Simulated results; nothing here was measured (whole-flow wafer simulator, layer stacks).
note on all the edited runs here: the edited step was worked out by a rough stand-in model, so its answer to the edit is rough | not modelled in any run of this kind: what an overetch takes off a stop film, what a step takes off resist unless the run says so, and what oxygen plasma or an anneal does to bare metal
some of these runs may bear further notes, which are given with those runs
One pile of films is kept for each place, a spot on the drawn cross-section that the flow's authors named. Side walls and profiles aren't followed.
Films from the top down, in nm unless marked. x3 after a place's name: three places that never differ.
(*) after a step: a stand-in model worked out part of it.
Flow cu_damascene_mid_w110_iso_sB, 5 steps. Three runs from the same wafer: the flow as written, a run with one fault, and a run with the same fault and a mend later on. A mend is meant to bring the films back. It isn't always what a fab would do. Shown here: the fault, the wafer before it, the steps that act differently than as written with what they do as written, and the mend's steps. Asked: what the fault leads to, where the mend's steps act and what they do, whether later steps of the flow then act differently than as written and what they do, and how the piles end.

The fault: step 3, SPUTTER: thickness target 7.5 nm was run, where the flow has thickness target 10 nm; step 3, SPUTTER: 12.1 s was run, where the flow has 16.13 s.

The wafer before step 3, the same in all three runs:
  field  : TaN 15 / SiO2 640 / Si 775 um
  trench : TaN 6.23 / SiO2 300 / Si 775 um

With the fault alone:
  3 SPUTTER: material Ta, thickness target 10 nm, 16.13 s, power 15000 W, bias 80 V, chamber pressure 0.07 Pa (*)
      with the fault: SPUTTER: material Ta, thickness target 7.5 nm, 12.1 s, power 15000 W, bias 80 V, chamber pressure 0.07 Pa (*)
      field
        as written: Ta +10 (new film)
        with the fault: Ta +7.5 (new film)
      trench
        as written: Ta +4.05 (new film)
        with the fault: Ta +3.03 (new film)
  No later step of the flow acts differently than as written, at any place that is followed, by more than 2% or 0.5 nm, whichever is larger.
  At the end the piles differ from the flow's by more than 2% or 0.5 nm, whichever is larger, at field, trench.
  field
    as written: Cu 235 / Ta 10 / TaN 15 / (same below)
    with the fault: Cu 235 / Ta 7.5 / TaN 15 / (same below)
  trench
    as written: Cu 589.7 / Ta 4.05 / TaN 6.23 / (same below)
    with the fault: Cu 588.2 / Ta 3.03 / TaN 6.23 / (same below)

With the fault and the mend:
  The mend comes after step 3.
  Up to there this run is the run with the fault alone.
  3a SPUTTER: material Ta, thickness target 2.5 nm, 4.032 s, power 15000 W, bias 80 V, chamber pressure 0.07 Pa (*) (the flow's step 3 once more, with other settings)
      field
        Ta +2.5
      trench
        Ta +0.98
  No later step of the flow acts differently than as written at any place that is followed.
  At the end the piles differ from the flow's only slightly at the places that both follow, by at most 2% or 0.5 nm, whichever is larger.
